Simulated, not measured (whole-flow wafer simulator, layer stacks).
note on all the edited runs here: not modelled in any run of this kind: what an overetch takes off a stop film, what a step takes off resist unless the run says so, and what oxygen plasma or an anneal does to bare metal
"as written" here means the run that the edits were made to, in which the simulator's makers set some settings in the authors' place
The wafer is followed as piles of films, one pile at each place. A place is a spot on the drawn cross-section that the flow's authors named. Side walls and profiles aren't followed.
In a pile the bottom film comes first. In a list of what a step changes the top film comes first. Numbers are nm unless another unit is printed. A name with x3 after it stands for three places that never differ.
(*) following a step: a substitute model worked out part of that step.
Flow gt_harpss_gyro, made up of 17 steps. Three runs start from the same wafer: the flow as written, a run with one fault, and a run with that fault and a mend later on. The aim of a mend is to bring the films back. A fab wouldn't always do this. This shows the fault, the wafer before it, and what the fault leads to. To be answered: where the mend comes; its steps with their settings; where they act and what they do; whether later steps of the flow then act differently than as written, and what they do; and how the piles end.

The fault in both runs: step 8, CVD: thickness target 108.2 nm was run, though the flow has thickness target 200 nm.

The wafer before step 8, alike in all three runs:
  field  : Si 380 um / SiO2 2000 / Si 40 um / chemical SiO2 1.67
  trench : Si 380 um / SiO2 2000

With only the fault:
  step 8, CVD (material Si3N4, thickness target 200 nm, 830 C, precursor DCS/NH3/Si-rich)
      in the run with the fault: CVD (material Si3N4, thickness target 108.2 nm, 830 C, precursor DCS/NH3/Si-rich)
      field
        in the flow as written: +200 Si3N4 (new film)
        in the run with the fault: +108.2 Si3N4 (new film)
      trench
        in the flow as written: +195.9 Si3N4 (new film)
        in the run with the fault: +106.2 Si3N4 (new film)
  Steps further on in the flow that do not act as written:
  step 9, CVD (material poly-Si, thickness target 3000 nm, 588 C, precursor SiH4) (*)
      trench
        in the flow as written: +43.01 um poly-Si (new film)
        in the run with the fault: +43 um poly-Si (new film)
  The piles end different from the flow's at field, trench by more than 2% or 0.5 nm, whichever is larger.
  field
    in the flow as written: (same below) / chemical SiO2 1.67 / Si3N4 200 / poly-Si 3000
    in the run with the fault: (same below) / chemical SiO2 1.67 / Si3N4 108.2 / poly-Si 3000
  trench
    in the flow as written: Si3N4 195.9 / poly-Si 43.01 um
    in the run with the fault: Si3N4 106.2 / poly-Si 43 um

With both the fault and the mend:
  After step 8 comes the mend.
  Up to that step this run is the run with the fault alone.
  step 8a, ETCH (chemistry h3po4, depth target 124.5 nm)
      field
        -108.2 Si3N4 (all of it)
      trench
        -106.2 Si3N4 (all of it)
  step 8b, CLEAN (chemistry SPM) (the flow's step 1 again)
      does not change any film at any place that is followed
  step 8c, CVD (material Si3N4, thickness target 200 nm, 830 C, precursor DCS/NH3/Si-rich) (the flow's step 8 again)
      field
        +200 Si3N4 (new film)
      trench
        +195.9 Si3N4 (new film)
  None of the later steps of the flow acts differently than as written at any place that is followed.
  The piles end the same as the flow's at every place that both follow.
